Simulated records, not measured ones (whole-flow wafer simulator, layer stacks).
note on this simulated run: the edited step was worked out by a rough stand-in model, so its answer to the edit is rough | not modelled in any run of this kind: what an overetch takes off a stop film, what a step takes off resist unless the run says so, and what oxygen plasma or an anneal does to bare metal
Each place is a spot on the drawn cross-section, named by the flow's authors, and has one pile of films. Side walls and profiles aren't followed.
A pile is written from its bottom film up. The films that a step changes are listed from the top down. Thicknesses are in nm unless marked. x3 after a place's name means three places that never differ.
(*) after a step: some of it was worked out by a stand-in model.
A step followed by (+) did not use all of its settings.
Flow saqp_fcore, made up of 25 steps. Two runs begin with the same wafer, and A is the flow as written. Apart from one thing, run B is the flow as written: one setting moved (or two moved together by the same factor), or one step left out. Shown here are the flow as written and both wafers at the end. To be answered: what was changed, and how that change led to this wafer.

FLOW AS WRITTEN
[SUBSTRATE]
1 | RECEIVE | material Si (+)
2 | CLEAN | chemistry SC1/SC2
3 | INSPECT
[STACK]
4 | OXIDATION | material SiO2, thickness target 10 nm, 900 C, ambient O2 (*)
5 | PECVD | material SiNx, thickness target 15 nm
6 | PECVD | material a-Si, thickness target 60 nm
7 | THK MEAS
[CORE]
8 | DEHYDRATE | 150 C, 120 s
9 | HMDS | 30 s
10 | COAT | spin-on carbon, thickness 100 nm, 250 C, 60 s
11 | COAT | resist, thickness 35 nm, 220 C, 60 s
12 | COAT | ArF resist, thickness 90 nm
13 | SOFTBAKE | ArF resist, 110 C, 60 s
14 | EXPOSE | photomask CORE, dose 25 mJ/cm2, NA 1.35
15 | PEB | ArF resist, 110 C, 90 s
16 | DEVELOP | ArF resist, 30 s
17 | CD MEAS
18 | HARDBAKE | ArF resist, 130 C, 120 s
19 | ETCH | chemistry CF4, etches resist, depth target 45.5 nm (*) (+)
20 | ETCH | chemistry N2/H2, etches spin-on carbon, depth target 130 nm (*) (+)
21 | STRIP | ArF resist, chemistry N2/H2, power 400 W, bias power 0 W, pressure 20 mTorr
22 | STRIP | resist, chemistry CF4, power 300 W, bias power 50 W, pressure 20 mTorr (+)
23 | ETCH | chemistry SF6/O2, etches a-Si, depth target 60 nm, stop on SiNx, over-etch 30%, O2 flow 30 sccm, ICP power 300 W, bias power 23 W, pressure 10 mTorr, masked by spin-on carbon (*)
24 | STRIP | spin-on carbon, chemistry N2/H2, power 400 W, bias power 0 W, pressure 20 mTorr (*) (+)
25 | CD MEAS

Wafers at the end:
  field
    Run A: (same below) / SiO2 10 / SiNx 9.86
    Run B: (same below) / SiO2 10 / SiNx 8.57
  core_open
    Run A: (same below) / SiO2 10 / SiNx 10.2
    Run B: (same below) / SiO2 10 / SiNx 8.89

What caused this: step 23, ETCH: over-etch 47.2% was run, while the flow as written has over-etch 30%.

How this came from the change, step by step:
  23 | ETCH | chemistry SF6/O2, etches a-Si, depth target 60 nm, stop on SiNx, over-etch 30%, O2 flow 30 sccm, ICP power 300 W, bias power 23 W, pressure 10 mTorr, masked by spin-on carbon (*)
      field: A -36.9 a-Si (all of it), -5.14 SiNx | B -36.9 a-Si (all of it), -6.43 SiNx
      core_open: A -39.4 a-Si (all of it), -4.82 SiNx | B -39.4 a-Si (all of it), -6.11 SiNx
      (and at 1 other place as well)
